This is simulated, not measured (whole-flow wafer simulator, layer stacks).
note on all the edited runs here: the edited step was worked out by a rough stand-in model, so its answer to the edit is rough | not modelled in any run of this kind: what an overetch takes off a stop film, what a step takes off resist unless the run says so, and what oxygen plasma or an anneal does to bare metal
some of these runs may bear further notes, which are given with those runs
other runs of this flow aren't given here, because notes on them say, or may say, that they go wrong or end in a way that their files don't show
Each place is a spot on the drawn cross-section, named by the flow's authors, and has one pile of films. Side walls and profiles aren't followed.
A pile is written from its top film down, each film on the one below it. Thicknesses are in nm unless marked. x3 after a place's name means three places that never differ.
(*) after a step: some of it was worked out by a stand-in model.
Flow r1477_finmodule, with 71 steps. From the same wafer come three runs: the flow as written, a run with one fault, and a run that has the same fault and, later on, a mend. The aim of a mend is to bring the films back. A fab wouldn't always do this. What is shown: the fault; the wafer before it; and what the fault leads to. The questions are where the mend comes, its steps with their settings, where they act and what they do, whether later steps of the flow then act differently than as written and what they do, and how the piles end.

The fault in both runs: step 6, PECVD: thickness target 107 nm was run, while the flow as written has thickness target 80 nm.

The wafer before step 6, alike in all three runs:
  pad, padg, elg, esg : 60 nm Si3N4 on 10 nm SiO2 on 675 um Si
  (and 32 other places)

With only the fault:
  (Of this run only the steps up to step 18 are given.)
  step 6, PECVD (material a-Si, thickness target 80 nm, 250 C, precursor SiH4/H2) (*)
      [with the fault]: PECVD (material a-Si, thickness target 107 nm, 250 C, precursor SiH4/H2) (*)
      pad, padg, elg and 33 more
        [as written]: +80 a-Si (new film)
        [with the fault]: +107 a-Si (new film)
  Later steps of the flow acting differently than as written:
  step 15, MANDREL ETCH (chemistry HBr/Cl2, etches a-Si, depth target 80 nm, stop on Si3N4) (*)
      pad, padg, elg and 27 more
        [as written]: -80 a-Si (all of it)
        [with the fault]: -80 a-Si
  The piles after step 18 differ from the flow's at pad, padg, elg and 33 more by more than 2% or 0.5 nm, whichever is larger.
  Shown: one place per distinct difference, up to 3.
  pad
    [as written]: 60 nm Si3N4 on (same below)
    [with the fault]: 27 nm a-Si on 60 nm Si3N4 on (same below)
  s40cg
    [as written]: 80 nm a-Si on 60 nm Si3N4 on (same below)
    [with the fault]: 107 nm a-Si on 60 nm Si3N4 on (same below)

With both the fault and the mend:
  The mend follows step 7.
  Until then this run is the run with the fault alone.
  step 7a, ETCH (chemistry tmah, depth target 27 nm)
      pad, padg, elg and 33 more
        -27 a-Si
  None of the later steps of the flow acts differently than as written at any place that is followed.
  By the end, the piles equal the flow's at every place that both follow.
